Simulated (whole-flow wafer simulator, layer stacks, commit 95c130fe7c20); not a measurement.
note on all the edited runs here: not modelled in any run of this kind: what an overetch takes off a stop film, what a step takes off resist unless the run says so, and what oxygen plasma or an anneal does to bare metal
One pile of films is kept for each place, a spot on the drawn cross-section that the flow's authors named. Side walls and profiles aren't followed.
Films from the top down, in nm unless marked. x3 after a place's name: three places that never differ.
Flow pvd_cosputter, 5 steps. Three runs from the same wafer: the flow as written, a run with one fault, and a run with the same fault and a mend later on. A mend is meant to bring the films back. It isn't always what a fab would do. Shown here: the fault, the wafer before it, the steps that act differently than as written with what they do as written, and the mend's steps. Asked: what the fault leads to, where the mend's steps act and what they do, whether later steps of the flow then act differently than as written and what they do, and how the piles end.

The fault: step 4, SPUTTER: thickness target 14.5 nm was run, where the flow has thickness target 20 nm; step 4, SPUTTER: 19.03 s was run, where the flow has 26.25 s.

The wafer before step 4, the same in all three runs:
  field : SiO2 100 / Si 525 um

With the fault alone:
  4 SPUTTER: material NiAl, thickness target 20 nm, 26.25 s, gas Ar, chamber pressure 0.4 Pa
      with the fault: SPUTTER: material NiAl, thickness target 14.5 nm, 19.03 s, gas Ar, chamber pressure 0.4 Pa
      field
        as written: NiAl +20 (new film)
        with the fault: NiAl +14.5 (new film)
  No later step of the flow acts differently than as written at any place that is followed.
  At the end the piles differ from the flow's by more than 2% or 0.5 nm, whichever is larger, at field.
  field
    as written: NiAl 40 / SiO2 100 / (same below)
    with the fault: NiAl 34.5 / SiO2 100 / (same below)

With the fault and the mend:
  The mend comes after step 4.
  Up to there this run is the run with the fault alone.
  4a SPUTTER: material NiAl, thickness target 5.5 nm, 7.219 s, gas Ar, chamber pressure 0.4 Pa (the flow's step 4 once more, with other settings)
      field
        NiAl +5.5
  No later step of the flow acts differently than as written at any place that is followed.
  At the end the piles are the same as the flow's at every place that both follow.
